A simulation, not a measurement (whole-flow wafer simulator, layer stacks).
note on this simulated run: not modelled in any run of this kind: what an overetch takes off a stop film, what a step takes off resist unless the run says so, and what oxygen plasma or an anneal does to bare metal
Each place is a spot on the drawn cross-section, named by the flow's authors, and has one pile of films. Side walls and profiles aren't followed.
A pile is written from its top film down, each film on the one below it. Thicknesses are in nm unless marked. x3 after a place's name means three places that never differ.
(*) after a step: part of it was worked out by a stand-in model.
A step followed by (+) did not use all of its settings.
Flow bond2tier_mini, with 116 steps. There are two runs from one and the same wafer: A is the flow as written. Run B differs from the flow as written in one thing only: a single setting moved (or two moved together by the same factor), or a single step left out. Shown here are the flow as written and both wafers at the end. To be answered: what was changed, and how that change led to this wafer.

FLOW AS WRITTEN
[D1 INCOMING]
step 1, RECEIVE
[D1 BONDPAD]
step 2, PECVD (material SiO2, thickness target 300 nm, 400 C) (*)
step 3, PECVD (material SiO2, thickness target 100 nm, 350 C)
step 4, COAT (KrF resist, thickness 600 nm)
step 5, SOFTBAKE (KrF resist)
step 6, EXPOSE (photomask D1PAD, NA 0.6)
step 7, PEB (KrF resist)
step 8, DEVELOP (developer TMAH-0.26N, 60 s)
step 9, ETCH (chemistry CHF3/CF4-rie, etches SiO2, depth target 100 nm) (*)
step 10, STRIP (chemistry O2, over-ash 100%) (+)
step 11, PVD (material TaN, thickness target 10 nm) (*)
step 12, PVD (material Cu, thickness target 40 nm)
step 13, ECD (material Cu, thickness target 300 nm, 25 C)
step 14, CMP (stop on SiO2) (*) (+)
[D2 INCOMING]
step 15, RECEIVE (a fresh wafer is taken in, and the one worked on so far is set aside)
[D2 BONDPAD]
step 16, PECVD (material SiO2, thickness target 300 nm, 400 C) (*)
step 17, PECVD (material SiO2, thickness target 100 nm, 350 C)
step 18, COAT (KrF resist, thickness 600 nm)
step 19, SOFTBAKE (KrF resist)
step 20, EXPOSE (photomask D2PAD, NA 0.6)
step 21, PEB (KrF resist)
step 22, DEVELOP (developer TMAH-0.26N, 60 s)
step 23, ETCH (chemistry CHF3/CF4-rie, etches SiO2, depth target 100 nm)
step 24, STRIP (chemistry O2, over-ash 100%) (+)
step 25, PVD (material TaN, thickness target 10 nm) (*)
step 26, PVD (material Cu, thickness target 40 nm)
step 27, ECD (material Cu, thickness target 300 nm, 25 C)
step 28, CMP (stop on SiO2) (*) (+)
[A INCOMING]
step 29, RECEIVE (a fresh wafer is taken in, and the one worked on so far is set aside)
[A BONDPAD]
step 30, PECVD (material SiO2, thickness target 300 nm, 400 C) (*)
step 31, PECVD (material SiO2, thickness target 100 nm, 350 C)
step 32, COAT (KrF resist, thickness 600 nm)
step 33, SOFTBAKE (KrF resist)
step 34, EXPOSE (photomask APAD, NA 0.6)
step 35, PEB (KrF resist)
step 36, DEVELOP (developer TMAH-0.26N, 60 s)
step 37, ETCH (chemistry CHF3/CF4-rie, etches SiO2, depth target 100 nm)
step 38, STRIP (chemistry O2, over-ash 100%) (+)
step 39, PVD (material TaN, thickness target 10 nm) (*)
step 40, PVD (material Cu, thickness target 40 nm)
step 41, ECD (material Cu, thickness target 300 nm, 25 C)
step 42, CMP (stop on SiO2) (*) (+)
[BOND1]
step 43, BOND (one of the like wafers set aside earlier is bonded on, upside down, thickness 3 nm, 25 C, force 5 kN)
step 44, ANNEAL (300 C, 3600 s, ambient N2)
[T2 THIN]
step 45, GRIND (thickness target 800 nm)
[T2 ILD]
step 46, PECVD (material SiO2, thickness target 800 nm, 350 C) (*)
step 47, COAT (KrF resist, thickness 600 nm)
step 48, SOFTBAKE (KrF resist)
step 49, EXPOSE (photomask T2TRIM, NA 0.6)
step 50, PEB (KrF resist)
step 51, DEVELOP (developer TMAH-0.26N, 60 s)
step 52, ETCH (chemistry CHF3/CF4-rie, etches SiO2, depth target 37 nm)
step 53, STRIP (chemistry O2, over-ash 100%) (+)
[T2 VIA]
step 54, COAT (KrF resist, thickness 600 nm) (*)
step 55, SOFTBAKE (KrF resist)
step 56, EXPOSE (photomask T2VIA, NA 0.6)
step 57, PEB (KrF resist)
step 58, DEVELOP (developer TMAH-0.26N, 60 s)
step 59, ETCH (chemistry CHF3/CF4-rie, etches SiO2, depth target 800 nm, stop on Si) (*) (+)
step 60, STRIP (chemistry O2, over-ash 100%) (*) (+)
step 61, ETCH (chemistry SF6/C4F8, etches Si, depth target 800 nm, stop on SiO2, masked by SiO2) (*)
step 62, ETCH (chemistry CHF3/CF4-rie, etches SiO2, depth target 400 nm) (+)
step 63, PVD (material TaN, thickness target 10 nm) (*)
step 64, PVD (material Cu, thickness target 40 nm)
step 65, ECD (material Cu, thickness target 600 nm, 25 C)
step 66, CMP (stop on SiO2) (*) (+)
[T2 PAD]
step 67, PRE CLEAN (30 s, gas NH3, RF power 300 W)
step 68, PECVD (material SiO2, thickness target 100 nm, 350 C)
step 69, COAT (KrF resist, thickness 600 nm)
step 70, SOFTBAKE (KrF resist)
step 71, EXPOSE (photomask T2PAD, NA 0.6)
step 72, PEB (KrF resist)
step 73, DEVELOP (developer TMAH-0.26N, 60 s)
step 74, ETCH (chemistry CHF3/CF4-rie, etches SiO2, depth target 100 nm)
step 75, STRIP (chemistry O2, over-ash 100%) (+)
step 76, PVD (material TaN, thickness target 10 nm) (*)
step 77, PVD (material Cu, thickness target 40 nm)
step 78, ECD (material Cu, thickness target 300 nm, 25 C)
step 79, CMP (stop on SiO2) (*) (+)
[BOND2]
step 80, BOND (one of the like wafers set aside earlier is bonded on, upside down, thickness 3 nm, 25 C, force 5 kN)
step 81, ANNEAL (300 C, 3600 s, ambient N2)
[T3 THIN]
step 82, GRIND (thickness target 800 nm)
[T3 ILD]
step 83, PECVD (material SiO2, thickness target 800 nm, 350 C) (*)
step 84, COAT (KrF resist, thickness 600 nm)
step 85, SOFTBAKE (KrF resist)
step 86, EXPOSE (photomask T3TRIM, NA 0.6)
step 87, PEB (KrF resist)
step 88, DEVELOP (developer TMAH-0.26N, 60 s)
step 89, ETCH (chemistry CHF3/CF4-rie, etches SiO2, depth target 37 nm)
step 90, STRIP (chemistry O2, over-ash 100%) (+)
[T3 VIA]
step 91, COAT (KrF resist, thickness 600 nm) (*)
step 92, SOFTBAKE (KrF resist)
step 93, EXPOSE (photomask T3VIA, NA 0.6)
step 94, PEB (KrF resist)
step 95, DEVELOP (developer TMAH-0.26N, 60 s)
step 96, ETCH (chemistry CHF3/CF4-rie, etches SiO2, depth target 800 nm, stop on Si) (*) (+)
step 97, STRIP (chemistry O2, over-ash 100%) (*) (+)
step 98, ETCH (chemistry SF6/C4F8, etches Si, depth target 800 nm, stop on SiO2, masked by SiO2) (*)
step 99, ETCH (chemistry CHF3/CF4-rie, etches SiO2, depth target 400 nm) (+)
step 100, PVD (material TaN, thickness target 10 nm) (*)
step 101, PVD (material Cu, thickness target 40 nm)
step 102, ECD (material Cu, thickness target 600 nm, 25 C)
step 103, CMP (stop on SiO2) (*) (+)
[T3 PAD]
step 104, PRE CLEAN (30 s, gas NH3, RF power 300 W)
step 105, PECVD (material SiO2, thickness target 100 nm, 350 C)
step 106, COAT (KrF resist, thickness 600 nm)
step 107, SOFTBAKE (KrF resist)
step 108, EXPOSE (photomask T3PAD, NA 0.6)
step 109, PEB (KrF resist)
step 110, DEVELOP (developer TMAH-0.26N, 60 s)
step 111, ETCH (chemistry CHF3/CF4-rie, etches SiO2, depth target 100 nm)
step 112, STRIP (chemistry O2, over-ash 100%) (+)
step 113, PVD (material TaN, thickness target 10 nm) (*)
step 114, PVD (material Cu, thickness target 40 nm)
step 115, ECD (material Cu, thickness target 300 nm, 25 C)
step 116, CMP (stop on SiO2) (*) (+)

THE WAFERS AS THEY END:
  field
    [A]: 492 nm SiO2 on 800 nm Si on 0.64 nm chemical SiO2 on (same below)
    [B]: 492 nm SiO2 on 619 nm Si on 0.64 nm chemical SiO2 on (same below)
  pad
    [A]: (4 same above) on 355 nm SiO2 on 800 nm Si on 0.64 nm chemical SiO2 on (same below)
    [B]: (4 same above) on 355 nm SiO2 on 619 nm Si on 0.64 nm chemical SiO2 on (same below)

Cause: step 82, GRIND: thickness target 619 nm was run, whereas the flow has thickness target 800 nm.
One can read it off the wafer: field has Si 619, and step 82 as written asks for 800 nm.

How this came from the change, step by step:
  step 82, GRIND (thickness target 800 nm)
      field, pad: A -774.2 um Si | B -774.38 um Si
